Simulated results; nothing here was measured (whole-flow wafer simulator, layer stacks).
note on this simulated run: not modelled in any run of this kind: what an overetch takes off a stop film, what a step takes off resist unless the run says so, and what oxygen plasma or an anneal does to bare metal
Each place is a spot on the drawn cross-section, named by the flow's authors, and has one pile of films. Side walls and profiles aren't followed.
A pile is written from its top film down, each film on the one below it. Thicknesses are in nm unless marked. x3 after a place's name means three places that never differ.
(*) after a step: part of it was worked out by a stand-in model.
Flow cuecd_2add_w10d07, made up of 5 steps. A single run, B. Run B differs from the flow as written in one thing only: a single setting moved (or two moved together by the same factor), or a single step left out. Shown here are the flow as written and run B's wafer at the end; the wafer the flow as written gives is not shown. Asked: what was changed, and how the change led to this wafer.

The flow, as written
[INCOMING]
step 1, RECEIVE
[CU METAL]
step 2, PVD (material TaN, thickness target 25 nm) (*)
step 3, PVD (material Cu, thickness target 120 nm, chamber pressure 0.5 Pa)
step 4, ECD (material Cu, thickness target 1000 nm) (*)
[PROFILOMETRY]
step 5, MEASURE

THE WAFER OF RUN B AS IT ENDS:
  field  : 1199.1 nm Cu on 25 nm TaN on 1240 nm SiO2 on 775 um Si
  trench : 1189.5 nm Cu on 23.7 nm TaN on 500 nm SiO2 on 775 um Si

What caused this: step 3, PVD: thickness target 199.1 nm was run, while the flow as written has thickness target 120 nm.

Step by step, how the change led to this:
  step 3, PVD (material Cu, thickness target 120 nm, chamber pressure 0.5 Pa)
      field: +199.1 Cu (new film) (in the flow as written it would be: +120 Cu (new film))
      trench: +189.5 Cu (new film) (in the flow as written it would be: +114 Cu (new film))
